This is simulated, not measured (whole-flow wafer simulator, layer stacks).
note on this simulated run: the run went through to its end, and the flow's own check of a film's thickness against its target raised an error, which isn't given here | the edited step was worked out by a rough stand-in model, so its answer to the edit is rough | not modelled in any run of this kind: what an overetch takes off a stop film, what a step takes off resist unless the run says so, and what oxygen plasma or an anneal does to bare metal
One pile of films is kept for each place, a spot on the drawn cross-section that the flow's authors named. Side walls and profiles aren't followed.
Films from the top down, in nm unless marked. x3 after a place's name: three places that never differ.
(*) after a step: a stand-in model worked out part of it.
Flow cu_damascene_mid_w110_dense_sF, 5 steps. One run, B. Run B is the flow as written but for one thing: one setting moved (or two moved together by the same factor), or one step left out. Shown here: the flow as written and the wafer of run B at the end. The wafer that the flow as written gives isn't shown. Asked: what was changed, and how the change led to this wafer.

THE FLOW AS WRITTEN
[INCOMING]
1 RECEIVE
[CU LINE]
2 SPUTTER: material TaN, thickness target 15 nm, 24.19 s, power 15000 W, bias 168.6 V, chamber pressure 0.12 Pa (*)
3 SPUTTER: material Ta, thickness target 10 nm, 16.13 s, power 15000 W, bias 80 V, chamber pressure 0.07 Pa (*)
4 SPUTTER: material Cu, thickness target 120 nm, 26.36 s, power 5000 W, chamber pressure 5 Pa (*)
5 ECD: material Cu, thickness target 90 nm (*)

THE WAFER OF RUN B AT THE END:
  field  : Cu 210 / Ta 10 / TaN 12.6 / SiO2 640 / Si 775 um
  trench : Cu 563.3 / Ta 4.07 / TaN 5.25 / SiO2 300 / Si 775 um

The cause: step 2, SPUTTER: power 12640 W was run, where the flow has power 15000 W.

How the change led to this, step by step:
  2 SPUTTER: material TaN, thickness target 15 nm, 24.19 s, power 15000 W, bias 168.6 V, chamber pressure 0.12 Pa (*)
      field: TaN +12.6 (new film) (as written it would be: TaN +15 (new film))
      trench: TaN +5.25 (new film) (as written it would be: TaN +6.23 (new film))
